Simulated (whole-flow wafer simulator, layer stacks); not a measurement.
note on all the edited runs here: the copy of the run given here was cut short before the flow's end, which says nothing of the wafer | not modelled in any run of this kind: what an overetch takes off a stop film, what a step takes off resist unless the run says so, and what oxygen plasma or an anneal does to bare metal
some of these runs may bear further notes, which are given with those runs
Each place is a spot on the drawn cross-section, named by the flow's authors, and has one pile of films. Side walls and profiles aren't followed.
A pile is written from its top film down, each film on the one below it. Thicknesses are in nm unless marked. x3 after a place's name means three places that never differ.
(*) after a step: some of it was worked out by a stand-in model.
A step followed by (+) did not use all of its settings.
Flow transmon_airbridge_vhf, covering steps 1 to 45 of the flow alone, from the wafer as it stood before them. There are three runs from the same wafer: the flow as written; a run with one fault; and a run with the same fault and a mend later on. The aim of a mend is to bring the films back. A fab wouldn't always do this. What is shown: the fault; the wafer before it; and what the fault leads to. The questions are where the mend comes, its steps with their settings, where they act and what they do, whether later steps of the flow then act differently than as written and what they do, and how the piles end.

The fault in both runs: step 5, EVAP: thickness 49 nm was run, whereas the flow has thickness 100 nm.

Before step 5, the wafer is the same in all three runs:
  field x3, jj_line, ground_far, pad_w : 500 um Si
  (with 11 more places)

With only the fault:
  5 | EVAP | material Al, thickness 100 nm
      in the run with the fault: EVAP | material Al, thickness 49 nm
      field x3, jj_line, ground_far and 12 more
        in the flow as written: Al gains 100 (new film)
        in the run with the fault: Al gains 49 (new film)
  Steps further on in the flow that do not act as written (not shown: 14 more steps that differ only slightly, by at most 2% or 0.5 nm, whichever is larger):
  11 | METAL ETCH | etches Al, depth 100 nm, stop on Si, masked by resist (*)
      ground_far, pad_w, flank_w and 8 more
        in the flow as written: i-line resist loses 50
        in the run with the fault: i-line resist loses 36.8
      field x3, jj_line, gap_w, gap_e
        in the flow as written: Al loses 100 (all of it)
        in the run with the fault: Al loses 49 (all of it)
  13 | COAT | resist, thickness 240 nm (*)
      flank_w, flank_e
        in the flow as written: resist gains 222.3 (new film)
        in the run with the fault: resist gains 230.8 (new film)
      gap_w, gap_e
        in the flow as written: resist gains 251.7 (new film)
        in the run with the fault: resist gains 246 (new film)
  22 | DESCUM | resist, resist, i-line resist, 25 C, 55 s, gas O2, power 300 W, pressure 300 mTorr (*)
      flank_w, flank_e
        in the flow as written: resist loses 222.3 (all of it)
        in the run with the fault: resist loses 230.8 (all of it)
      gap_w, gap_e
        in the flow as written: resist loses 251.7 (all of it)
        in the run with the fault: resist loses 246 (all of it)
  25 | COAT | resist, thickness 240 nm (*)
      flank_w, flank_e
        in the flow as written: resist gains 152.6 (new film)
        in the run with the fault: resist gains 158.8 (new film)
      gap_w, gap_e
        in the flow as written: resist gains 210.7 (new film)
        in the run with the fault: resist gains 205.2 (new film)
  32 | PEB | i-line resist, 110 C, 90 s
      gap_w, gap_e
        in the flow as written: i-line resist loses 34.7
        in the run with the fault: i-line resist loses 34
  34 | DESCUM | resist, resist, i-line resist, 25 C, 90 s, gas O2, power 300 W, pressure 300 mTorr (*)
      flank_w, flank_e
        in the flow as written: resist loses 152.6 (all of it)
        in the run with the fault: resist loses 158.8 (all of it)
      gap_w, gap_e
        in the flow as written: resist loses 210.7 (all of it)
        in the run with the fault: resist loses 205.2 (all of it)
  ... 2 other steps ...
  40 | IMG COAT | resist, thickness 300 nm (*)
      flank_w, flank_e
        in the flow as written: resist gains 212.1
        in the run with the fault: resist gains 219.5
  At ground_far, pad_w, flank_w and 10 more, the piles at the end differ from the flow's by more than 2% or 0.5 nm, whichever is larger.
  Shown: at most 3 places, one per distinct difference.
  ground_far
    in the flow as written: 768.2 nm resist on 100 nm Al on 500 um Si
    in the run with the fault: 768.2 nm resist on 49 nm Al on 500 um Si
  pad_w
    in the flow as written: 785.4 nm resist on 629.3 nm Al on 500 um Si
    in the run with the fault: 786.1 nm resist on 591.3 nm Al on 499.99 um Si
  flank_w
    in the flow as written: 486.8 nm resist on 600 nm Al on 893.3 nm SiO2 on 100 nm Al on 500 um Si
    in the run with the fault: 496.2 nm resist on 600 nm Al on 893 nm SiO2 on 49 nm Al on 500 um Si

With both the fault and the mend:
  The mend stands after step 10.
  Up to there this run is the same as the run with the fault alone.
  10a | STRIP | i-line resist, 80 C, 600 s (+)
      ground_far, pad_w, flank_w and 8 more
        i-line resist loses 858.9 (all of it)
  10b | EVAP | material Al, thickness 51 nm (the flow's step 5, run once more with other settings)
      field x3, jj_line, ground_far and 12 more
        Al gains 51
  10c | COAT | i-line resist, thickness 900 nm (the flow's step 6, run once more)
      field x3, jj_line, ground_far and 12 more
        i-line resist gains 900 (new film)
  10d | SOFTBAKE | i-line resist, 90 C, 90 s (the flow's step 7, run once more)
      leaves every film unchanged at each place that is followed
  10e | EXPOSE | i-line resist, thickness 900 nm, photomask AB CPW, dose 155.4 mJ/cm2, NA 0.45, wavelength 365 nm (*) (the flow's step 8, run once more)
      leaves every film unchanged at each place that is followed
  10f | PEB | i-line resist, 110 C, 60 s (the flow's step 9, run once more)
      field x3, jj_line, ground_far and 12 more
        i-line resist loses 41
  10g | DEVELOP | i-line resist, thickness 900 nm, developer developer-B, 60 s (the flow's step 10, run once more)
      ground_far, pad_w, flank_w and 8 more
        i-line resist loses 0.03
      field x3, jj_line, gap_w, gap_e
        i-line resist loses 859 (all of it)
  None of the later steps of the flow acts differently than as written at any place that is followed.
  By the end, the piles equal the flow's at every place that both follow.
